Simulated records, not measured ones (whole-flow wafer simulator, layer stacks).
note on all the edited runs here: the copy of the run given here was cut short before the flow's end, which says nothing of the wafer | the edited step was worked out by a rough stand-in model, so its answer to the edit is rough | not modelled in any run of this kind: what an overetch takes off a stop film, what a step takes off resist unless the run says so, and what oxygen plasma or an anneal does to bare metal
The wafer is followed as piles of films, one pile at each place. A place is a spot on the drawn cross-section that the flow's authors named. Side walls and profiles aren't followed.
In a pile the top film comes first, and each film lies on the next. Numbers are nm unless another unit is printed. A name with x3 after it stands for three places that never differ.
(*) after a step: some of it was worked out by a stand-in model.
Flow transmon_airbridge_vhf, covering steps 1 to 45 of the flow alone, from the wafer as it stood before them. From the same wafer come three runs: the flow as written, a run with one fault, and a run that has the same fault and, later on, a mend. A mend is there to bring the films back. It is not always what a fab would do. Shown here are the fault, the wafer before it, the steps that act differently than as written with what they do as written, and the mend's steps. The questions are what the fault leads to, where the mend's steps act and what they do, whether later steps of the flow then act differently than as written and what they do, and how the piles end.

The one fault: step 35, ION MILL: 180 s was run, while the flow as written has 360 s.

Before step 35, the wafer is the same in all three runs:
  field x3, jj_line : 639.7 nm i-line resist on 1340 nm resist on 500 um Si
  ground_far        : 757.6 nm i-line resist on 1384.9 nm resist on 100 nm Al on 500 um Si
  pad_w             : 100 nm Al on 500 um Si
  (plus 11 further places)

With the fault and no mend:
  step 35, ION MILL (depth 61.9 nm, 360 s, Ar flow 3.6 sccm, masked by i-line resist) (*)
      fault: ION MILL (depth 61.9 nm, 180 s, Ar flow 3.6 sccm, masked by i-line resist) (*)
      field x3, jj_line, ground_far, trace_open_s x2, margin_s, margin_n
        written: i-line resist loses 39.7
        fault: i-line resist loses 19.9
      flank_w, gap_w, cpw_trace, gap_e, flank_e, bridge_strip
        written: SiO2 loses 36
        fault: SiO2 loses 18
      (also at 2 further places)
  Steps further on in the flow that do not act as written (3 other steps are not shown; they differ only slightly, by no more than 2% or 0.5 nm, whichever is larger):
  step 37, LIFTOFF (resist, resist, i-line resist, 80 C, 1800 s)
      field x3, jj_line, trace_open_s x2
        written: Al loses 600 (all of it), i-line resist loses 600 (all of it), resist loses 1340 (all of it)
        fault: Al loses 600 (all of it), i-line resist loses 619.8 (all of it), resist loses 1340 (all of it)
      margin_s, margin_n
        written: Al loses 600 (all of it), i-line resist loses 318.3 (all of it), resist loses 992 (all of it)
        fault: Al loses 600 (all of it), i-line resist loses 338.1 (all of it), resist loses 992 (all of it)
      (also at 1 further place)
  At pad_w, pad_e, the piles at the end differ from the flow's by more than 2% or 0.5 nm, whichever is larger.
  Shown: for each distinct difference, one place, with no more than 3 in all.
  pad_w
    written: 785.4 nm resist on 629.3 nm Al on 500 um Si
    fault: 780.4 nm resist on 660.4 nm Al on 500 um Si

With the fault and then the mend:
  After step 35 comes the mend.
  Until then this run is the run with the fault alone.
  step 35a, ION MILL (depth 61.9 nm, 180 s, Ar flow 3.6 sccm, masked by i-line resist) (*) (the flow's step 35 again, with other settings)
      field x3, jj_line, ground_far, trace_open_s x2, margin_s, margin_n
        i-line resist loses 19.9
      flank_w, gap_w, cpw_trace, gap_e, flank_e, bridge_strip
        SiO2 loses 18
      pad_w, pad_e
        Al loses 31
  Every later step of the flow that is run acts as written at every place that is followed.
  By the end, the piles equal the flow's at every place that both follow.
